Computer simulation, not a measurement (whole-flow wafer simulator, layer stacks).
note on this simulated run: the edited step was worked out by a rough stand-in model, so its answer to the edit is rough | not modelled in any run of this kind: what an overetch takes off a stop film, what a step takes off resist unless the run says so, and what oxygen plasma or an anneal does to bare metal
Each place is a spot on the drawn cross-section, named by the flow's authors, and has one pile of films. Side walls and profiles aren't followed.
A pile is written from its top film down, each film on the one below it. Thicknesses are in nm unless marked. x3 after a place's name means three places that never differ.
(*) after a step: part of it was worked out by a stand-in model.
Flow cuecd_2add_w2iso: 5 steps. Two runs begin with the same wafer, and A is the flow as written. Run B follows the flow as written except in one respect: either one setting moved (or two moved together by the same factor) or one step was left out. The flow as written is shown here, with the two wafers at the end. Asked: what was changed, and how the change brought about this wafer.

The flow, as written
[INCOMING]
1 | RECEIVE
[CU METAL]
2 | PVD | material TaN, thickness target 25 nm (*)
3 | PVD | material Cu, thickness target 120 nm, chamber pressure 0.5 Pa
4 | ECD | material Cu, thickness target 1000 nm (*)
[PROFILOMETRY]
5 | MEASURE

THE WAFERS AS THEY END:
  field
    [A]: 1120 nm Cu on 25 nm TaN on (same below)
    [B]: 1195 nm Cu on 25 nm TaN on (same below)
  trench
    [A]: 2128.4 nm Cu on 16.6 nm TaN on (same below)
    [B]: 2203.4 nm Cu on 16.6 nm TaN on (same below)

What caused this: step 4, ECD: thickness target 1075 nm was run, though the flow has thickness target 1000 nm.

The path from the change to this, step by step:
  4 | ECD | material Cu, thickness target 1000 nm (*)
      field: A +1000 Cu | B +1075 Cu
      trench: A +2047.6 Cu | B +2122.6 Cu
